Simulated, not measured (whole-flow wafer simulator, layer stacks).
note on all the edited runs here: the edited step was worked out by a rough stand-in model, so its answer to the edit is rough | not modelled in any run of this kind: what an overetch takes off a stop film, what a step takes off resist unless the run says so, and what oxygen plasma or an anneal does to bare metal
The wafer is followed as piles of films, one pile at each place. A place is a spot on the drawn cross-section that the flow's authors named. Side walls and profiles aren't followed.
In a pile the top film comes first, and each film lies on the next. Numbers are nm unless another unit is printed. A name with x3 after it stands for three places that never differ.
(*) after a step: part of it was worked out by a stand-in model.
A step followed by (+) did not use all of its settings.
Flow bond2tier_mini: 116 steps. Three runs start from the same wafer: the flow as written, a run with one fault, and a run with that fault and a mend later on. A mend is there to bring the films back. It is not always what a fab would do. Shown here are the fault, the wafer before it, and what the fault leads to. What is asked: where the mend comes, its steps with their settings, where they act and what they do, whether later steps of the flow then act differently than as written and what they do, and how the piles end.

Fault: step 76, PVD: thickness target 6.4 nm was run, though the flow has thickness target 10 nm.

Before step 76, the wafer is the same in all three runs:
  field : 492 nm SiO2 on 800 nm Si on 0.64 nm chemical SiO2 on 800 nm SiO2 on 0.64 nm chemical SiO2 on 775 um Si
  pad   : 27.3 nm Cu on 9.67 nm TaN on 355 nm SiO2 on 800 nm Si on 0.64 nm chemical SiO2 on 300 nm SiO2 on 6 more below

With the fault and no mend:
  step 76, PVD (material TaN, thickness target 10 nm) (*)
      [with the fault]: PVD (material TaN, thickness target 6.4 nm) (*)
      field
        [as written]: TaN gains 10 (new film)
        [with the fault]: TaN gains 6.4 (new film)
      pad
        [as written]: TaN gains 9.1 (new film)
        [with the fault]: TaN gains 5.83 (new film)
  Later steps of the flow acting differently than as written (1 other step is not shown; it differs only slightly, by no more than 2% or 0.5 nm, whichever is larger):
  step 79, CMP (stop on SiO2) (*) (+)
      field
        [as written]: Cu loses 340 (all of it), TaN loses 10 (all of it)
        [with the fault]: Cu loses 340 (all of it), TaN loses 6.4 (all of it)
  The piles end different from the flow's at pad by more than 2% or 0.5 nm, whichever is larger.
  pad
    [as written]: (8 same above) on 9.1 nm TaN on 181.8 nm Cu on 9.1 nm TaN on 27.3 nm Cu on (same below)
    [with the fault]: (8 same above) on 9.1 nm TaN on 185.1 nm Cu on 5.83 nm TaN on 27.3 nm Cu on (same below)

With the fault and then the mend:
  The mend follows step 76.
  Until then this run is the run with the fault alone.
  step 76a, PVD (material TaN, thickness target 3.6 nm) (*) (the flow's step 76 again, with other settings)
      field
        TaN gains 3.6
      pad
        TaN gains 3.27
  None of the later steps of the flow acts differently than as written at any place that is followed.
  The piles end the same as the flow's at every place that both follow.
